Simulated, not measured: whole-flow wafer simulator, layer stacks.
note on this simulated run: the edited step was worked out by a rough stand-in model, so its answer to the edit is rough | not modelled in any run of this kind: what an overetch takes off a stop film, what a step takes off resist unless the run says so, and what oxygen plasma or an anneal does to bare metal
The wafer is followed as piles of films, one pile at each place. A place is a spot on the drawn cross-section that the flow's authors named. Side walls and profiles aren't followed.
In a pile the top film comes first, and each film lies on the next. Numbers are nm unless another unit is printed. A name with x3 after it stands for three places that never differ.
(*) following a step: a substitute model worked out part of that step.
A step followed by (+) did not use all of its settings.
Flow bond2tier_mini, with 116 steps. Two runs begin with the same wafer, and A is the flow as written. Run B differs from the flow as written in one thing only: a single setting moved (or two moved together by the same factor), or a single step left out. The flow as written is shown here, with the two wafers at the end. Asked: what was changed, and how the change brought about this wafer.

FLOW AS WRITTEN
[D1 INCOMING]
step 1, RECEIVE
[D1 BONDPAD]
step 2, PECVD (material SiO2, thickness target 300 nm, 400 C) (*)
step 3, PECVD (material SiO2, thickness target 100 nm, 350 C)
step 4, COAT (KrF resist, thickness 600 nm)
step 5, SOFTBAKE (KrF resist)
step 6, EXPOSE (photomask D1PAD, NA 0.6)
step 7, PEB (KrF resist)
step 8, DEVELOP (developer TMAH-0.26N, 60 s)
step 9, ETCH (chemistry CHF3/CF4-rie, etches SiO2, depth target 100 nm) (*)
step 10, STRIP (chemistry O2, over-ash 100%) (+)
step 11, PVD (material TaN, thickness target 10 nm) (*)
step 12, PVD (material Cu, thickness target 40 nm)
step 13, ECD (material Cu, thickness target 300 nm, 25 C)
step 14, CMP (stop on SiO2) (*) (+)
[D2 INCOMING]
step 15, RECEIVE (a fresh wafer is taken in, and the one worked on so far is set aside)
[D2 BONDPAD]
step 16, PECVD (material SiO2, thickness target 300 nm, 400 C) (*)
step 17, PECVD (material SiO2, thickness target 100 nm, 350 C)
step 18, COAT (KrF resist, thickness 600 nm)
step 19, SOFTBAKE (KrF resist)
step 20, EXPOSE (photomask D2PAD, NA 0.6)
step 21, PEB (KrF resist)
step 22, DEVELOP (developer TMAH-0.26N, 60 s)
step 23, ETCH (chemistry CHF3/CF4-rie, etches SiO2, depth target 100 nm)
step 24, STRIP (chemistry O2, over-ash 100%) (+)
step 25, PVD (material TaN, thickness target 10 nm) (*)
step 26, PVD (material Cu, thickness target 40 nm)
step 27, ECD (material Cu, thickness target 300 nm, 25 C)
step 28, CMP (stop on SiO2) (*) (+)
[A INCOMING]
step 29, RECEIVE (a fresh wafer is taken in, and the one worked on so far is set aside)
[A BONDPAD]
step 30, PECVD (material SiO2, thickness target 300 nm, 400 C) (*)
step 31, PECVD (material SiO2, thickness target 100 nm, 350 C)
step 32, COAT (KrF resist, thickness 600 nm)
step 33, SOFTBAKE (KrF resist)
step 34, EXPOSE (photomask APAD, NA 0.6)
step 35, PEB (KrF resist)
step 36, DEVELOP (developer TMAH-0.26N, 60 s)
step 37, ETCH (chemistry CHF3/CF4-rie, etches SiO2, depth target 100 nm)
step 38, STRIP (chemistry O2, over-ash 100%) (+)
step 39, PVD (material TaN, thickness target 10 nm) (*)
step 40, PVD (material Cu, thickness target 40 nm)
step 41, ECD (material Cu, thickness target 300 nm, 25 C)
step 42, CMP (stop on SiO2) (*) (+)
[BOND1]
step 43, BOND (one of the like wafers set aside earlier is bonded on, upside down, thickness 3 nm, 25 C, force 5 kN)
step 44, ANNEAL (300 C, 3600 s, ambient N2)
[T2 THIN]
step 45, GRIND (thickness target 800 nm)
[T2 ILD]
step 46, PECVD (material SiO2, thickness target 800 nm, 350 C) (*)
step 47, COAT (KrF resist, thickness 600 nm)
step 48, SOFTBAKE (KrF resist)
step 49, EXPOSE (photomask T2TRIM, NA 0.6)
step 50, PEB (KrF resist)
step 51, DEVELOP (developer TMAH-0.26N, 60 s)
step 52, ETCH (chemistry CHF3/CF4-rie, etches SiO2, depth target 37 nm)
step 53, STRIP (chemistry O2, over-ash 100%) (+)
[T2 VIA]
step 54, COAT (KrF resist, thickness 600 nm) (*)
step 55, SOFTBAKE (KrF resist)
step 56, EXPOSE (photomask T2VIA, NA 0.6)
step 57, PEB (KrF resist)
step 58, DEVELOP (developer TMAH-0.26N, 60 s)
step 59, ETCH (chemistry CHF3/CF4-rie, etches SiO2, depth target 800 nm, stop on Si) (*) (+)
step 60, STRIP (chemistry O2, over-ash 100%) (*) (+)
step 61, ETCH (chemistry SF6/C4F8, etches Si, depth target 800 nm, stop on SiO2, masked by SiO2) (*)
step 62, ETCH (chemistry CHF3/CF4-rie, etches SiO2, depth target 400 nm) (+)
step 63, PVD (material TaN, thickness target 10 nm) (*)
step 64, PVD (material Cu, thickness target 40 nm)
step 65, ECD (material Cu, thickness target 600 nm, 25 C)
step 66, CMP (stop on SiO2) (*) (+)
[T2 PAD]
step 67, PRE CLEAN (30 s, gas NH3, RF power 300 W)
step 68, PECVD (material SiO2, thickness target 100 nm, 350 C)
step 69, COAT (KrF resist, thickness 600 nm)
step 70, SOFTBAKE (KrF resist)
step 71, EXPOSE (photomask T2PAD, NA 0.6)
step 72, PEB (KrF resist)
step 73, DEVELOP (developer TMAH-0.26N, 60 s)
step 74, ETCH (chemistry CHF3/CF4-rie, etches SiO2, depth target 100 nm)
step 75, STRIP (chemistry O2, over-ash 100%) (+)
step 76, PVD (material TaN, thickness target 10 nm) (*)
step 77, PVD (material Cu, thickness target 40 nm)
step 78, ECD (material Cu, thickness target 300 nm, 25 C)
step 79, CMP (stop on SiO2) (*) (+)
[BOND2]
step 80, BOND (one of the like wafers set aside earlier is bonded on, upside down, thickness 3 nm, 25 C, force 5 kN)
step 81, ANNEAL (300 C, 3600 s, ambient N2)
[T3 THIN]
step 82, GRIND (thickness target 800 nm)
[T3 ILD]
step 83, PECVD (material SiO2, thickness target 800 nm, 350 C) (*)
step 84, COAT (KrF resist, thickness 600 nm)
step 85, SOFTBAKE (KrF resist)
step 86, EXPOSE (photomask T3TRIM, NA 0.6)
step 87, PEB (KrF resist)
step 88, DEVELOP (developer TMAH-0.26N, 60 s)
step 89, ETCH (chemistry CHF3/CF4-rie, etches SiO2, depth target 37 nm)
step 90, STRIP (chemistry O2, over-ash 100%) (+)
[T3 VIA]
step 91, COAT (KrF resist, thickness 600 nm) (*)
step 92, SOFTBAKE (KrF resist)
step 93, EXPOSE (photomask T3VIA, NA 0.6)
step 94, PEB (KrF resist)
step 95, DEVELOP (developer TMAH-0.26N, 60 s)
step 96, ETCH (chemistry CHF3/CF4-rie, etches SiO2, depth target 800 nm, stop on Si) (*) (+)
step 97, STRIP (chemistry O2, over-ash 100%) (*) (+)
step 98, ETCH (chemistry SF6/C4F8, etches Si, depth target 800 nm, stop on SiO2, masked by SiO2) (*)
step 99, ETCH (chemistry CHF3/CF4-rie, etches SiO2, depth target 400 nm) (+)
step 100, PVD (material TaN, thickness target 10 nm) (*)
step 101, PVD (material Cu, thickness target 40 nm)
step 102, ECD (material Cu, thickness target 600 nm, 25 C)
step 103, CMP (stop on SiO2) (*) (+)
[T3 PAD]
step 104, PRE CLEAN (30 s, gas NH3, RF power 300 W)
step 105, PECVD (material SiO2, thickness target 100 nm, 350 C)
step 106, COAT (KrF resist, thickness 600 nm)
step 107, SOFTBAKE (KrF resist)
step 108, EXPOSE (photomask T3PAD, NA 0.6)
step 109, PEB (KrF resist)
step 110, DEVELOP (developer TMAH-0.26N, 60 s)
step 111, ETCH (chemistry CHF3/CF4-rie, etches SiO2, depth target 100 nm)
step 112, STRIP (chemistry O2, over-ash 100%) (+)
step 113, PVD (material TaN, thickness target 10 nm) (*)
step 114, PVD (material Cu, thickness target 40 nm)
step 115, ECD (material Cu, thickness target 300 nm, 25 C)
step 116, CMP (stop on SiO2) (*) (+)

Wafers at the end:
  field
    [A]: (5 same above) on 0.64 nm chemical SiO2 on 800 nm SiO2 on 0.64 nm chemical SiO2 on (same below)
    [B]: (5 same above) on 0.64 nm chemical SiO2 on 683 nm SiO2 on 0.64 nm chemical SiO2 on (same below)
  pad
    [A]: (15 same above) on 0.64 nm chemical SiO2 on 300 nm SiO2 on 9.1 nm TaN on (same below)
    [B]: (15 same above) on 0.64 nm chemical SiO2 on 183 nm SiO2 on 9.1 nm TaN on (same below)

Cause: step 2, PECVD: thickness target 183 nm was run, whereas the flow has thickness target 300 nm.
The wafer itself shows it: pad has SiO2 183, and step 2 as written asks for 300 nm.

How this came from the change, step by step:
  step 2, PECVD (material SiO2, thickness target 300 nm, 400 C) (*)
      field, pad, via: A SiO2 gains 300 (new film) | B SiO2 gains 183 (new film)
  step 43, BOND (one of the like wafers set aside earlier is bonded on, upside down, thickness 3 nm, 25 C, force 5 kN)
      field: A Si gains 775 um (new film), chemical SiO2 gains 0.64 (new film), SiO2 gains 400 | B Si gains 775 um (new film), chemical SiO2 gains 0.64 (new film), SiO2 gains 283
      pad: A Si gains 775 um (new film), chemical SiO2 gains 0.64 (new film), SiO2 gains 300 (new film), TaN gains 9.1 (new film), Cu gains 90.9 | B Si gains 775 um (new film), chemical SiO2 gains 0.64 (new film), SiO2 gains 183 (new film), TaN gains 9.1 (new film), Cu gains 90.9
      (as well as at 1 more place)
